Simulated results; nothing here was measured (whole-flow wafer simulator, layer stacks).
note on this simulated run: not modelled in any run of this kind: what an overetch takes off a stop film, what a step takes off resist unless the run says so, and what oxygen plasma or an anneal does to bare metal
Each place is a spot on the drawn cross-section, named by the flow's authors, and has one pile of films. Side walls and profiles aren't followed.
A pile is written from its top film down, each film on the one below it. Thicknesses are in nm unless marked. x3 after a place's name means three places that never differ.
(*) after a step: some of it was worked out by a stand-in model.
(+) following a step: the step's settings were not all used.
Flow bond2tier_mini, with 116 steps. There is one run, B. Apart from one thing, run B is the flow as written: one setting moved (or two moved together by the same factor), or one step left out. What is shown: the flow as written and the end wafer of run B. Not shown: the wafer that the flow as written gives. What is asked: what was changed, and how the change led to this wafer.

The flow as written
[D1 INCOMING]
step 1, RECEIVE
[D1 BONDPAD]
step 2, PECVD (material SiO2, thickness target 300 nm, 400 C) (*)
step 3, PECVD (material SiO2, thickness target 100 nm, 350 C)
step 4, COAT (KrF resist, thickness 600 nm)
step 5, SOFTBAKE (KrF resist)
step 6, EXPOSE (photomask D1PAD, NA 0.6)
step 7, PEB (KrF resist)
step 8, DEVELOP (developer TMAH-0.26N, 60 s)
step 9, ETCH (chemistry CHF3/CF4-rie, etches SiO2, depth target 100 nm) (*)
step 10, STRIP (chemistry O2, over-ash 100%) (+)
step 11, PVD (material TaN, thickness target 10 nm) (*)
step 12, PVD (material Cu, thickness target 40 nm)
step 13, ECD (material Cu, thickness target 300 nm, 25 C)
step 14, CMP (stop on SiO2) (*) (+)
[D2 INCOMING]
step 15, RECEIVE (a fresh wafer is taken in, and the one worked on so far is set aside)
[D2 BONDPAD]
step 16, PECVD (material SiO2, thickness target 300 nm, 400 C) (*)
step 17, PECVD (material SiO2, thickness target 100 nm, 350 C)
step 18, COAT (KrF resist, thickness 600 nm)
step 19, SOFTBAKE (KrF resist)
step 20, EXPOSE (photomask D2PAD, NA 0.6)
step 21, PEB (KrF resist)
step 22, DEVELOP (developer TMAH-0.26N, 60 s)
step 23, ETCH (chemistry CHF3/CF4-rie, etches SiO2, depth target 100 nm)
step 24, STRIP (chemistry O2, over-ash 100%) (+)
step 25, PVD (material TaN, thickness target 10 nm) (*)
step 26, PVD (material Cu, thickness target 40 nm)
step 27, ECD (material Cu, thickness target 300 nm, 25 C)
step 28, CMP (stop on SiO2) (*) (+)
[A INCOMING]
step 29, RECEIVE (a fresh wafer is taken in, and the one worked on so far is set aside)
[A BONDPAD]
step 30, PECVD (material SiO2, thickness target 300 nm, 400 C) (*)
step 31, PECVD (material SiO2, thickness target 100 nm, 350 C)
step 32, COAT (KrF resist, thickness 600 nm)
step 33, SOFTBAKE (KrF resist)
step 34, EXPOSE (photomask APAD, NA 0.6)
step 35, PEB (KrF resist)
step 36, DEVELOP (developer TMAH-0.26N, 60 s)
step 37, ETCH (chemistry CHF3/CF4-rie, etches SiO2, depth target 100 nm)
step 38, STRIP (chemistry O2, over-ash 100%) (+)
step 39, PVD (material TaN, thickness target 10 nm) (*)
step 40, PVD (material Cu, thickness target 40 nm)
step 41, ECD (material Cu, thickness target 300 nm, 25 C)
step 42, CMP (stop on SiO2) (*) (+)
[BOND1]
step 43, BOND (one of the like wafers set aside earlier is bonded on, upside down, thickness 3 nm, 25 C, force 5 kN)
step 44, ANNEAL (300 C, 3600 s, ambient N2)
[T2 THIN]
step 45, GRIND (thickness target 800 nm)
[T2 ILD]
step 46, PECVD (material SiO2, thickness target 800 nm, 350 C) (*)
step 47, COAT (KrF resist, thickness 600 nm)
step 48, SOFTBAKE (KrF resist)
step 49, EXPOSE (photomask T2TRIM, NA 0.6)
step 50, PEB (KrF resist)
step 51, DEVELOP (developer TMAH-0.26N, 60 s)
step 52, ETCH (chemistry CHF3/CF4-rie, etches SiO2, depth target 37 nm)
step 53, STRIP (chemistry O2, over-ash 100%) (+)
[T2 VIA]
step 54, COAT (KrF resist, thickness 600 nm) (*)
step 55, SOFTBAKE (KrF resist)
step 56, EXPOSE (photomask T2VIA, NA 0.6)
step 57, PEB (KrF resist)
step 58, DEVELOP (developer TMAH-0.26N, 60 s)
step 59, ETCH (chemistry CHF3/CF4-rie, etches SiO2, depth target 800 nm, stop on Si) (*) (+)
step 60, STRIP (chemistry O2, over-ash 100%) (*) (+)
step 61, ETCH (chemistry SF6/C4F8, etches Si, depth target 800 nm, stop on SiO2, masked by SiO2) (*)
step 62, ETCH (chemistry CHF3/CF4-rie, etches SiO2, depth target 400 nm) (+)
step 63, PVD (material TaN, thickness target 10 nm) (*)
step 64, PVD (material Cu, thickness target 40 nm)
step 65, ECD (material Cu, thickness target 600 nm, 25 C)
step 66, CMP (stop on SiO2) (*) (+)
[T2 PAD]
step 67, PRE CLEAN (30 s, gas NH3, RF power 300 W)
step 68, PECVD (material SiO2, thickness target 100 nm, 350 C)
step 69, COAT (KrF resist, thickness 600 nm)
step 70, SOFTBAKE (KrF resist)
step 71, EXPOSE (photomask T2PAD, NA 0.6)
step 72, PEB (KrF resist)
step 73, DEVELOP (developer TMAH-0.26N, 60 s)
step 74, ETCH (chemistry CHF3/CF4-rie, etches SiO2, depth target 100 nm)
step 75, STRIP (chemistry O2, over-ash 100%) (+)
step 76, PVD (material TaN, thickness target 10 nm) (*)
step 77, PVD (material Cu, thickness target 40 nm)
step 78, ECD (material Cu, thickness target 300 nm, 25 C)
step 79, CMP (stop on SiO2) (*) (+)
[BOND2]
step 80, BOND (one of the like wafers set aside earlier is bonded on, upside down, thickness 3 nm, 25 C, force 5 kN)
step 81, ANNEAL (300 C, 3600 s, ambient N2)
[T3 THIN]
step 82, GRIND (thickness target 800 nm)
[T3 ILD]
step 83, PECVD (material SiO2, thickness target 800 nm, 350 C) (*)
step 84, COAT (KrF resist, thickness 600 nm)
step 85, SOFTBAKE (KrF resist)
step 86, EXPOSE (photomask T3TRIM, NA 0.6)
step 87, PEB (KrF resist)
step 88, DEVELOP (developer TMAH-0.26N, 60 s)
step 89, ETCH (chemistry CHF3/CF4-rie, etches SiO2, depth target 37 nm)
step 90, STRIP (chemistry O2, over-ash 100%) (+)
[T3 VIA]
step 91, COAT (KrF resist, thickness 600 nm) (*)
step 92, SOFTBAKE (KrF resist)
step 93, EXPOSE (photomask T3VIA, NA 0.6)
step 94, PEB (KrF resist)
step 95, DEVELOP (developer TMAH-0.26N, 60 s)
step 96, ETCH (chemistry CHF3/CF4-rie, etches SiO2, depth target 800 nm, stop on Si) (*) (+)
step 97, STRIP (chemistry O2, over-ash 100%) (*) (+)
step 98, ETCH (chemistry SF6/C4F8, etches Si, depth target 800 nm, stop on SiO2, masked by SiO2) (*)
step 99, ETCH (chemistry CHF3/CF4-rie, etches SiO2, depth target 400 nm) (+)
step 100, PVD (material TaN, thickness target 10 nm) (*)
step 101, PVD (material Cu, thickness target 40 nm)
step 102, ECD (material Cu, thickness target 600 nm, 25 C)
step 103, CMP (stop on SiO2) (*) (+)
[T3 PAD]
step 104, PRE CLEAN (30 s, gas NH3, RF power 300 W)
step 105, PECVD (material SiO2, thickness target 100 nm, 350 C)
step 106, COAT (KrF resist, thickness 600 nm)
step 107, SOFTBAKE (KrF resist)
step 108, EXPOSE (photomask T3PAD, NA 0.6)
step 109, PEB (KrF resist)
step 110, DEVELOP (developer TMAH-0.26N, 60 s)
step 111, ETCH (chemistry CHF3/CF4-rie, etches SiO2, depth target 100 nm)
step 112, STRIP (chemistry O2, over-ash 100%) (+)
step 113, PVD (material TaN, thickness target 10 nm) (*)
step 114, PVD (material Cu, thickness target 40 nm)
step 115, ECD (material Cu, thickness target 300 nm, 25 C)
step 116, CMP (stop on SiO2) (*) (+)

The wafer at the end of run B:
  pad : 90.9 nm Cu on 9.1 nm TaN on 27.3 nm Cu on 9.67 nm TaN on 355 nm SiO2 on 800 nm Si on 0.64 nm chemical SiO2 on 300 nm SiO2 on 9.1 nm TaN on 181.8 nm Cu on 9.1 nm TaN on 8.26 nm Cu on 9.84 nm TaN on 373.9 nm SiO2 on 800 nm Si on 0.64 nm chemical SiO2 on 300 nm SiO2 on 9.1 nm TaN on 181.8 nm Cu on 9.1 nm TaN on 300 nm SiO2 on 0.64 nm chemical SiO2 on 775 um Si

Cause: step 52, ETCH: depth target 18.1 nm was run, though the flow has depth target 37 nm.

The path from the change to this, step by step:
  step 52, ETCH (chemistry CHF3/CF4-rie, etches SiO2, depth target 37 nm)
      pad, via: -18.1 SiO2 (in the flow as written it would be: -37 SiO2)
      field: -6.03 KrF resist (in the flow as written it would be: -12.3 KrF resist)
  step 59, ETCH (chemistry CHF3/CF4-rie, etches SiO2, depth target 800 nm, stop on Si) (*) (+)
      via: -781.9 SiO2 (all of it) (in the flow as written it would be: -763 SiO2 (all of it))
  step 60, STRIP (chemistry O2, over-ash 100%) (*) (+)
      field: -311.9 KrF resist (all of it) (in the flow as written it would be: -303.9 KrF resist (all of it))
      pad: -327.6 KrF resist (all of it) (in the flow as written it would be: -336 KrF resist (all of it))
  step 65, ECD (material Cu, thickness target 600 nm, 25 C)
      pad: +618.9 Cu (in the flow as written it would be: +638.7 Cu)
